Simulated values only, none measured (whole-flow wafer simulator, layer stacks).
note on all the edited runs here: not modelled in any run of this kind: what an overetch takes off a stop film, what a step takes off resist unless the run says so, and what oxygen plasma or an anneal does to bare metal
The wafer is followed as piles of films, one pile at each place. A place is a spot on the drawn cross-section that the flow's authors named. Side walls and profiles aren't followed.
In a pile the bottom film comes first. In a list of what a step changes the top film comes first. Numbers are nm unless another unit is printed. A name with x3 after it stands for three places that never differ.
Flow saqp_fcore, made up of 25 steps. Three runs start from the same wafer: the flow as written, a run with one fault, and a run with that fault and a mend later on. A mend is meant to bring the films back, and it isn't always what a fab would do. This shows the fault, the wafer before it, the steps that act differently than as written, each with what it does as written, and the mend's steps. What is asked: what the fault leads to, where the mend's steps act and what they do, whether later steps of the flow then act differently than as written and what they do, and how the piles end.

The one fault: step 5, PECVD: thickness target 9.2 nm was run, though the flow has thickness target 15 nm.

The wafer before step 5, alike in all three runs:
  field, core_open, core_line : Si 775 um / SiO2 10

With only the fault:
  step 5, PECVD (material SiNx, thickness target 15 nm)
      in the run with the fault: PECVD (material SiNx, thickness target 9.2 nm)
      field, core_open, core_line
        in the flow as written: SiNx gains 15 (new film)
        in the run with the fault: SiNx gains 9.2 (new film)
  Every later step of the flow that is run acts as written at every place that is followed.
  The piles end different from the flow's at field, core_open, core_line by more than 2% or 0.5 nm, whichever is larger.
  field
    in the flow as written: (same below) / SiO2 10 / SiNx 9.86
    in the run with the fault: (same below) / SiO2 10 / SiNx 4.06
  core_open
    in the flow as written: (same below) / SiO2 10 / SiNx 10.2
    in the run with the fault: (same below) / SiO2 10 / SiNx 4.38
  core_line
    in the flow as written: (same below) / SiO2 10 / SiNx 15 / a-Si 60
    in the run with the fault: (same below) / SiO2 10 / SiNx 9.2 / a-Si 60

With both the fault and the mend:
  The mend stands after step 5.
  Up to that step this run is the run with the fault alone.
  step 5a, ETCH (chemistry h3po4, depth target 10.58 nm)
      field, core_open, core_line
        SiNx loses 9.2 (all of it)
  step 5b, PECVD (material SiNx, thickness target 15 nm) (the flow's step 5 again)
      field, core_open, core_line
        SiNx gains 15 (new film)
  Every later step of the flow that is run acts as written at every place that is followed.
  At every place that both follow, the piles at the end match the flow's.
